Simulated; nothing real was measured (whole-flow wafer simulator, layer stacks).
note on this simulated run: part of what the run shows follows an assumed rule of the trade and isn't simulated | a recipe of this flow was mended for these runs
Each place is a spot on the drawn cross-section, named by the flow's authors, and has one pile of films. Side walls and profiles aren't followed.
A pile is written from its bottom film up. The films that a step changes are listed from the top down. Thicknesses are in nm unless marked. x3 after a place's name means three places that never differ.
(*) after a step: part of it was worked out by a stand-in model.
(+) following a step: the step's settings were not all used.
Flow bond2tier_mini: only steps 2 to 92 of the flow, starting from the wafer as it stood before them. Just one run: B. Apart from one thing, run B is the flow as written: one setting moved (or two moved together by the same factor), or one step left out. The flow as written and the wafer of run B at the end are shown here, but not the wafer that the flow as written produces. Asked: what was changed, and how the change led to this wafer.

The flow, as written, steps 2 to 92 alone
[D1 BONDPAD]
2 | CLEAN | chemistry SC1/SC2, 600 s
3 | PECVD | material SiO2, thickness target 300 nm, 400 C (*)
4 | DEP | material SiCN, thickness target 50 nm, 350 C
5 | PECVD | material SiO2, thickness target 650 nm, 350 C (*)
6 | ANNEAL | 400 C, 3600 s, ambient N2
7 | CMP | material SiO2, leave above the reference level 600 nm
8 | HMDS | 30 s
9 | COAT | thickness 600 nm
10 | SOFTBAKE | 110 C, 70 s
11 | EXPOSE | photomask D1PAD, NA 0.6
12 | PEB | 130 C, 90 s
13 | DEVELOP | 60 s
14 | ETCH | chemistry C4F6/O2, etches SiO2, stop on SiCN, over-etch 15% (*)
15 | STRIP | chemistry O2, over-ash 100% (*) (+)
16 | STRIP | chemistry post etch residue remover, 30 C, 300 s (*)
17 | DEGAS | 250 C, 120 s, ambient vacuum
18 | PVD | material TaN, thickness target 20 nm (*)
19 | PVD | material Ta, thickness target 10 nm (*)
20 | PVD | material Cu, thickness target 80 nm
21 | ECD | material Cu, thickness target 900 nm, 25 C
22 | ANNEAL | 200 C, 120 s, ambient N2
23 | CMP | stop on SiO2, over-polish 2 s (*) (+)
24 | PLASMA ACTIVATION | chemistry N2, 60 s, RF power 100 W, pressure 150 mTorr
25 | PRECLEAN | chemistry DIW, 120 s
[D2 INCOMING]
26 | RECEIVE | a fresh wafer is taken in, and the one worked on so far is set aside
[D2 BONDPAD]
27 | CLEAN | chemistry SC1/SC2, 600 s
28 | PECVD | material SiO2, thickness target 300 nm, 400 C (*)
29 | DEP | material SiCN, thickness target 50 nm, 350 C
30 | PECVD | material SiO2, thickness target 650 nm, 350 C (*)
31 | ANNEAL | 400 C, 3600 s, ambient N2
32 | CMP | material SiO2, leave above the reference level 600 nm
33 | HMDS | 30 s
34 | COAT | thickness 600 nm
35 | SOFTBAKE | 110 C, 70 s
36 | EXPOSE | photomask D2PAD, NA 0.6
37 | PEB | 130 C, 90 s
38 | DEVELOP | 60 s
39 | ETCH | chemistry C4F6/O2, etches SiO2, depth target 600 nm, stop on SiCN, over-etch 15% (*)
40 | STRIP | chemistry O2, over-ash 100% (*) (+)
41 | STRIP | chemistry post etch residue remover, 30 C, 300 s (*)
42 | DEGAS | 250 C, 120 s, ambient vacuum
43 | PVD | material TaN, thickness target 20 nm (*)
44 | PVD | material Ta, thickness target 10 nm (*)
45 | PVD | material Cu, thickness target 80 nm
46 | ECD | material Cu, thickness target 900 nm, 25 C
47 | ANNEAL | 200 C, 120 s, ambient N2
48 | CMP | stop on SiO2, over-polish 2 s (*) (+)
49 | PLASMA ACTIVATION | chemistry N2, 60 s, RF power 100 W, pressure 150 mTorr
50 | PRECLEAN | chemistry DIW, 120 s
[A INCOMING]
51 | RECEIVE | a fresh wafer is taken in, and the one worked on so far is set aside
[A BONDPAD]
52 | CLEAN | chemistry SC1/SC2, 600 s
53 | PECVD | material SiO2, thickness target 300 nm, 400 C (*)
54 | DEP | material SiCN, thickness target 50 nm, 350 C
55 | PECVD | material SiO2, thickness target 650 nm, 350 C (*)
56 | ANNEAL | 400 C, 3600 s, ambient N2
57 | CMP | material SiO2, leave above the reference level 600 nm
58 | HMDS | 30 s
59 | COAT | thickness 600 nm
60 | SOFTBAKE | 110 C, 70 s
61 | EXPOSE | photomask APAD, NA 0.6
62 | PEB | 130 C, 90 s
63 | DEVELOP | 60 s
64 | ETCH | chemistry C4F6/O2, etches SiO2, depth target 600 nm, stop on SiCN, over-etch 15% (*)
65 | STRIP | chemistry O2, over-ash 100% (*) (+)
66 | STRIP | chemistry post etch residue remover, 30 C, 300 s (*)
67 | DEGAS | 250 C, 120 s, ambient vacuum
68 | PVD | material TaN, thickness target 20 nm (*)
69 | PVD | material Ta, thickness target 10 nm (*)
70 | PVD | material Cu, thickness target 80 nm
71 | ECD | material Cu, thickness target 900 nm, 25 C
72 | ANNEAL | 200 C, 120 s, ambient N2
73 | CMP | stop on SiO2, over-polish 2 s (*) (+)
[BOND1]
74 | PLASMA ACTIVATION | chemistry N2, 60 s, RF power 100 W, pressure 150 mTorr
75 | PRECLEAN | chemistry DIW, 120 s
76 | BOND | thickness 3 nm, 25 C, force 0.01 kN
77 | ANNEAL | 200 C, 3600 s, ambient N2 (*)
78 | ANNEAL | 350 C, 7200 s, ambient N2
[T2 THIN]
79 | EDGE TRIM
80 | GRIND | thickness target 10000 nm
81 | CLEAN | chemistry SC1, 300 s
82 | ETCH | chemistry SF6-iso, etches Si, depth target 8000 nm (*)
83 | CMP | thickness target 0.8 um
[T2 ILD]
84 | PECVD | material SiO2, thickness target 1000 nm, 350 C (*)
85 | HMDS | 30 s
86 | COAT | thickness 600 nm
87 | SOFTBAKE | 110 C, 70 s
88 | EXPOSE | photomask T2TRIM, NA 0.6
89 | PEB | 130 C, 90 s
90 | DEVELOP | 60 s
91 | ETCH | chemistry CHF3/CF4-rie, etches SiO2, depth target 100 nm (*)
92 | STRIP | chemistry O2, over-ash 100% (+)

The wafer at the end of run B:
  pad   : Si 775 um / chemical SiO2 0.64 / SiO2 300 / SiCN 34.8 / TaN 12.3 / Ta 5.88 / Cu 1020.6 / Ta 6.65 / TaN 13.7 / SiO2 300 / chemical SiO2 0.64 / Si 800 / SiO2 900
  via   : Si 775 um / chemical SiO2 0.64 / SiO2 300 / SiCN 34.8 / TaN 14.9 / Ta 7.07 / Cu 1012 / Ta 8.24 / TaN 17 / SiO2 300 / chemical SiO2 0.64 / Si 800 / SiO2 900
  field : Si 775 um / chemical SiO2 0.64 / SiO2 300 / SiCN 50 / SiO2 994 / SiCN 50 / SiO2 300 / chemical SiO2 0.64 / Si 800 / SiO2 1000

The reason: step 5, PECVD: thickness target 394 nm was run, whereas the flow has thickness target 650 nm.

Step by step, how the change led to this:
  5 | PECVD | material SiO2, thickness target 650 nm, 350 C (*)
      field, pad, via: SiO2 gains 394 (new film) (as written it would have been: SiO2 gains 650 (new film))
  7 | CMP | material SiO2, leave above the reference level 600 nm
      field, pad, via: nothing (as written it would have been: SiO2 loses 50)
  14 | ETCH | chemistry C4F6/O2, etches SiO2, stop on SiCN, over-etch 15% (*)
      pad, via: SiO2 loses 394 (all of it), SiCN loses 50 (all of it) (as written it would have been: SiO2 loses 600 (all of it), SiCN loses 15.2)
      field: thick-KrF-resist loses 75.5 (as written it would have been: thick-KrF-resist loses 115)
  15 | STRIP | chemistry O2, over-ash 100% (*) (+)
      field: thick-KrF-resist loses 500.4 (all of it) (as written it would have been: thick-KrF-resist loses 460.9 (all of it))
  18 | PVD | material TaN, thickness target 20 nm (*)
      pad: TaN gains 13.7 (new film) (as written it would have been: TaN gains 12.3 (new film))
      via: TaN gains 17 (new film) (as written it would have been: TaN gains 14.9 (new film))
  19 | PVD | material Ta, thickness target 10 nm (*)
      pad: Ta gains 6.65 (new film) (as written it would have been: Ta gains 5.88 (new film))
      via: Ta gains 8.24 (new film) (as written it would have been: Ta gains 7.07 (new film))
  20 | PVD | material Cu, thickness target 80 nm
      pad: Cu gains 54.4 (new film) (as written it would have been: Cu gains 48.4 (new film))
      via: Cu gains 67.6 (new film) (as written it would have been: Cu gains 59 (new film))
  21 | ECD | material Cu, thickness target 900 nm, 25 C
      pad: Cu gains 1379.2 (as written it would have been: Cu gains 1558.7)
      via: Cu gains 1361.1 (as written it would have been: Cu gains 1544.3)
  76 | BOND | thickness 3 nm, 25 C, force 0.01 kN
      pad: Si gains 775 um (new film), chemical SiO2 gains 0.64 (new film), SiO2 gains 300 (new film), TaN gains 13.7 (new film), Ta gains 6.65 (new film), Cu gains 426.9 (as written it would have been: Si gains 775 um (new film), chemical SiO2 gains 0.64 (new film), SiO2 gains 300 (new film), SiCN gains 34.8 (new film), TaN gains 12.3 (new film), Ta gains 5.88 (new film), Cu gains 600.4)
      via: Si gains 775 um (new film), chemical SiO2 gains 0.64 (new film), SiO2 gains 300 (new film), TaN gains 17 (new film), Ta gains 8.24 (new film), Cu gains 422.1 (as written it would have been: Si gains 775 um (new film), chemical SiO2 gains 0.64 (new film), SiO2 gains 300 (new film), SiCN gains 34.8 (new film), TaN gains 14.9 (new film), Ta gains 7.07 (new film), Cu gains 596.6)
      (also at 1 further place)
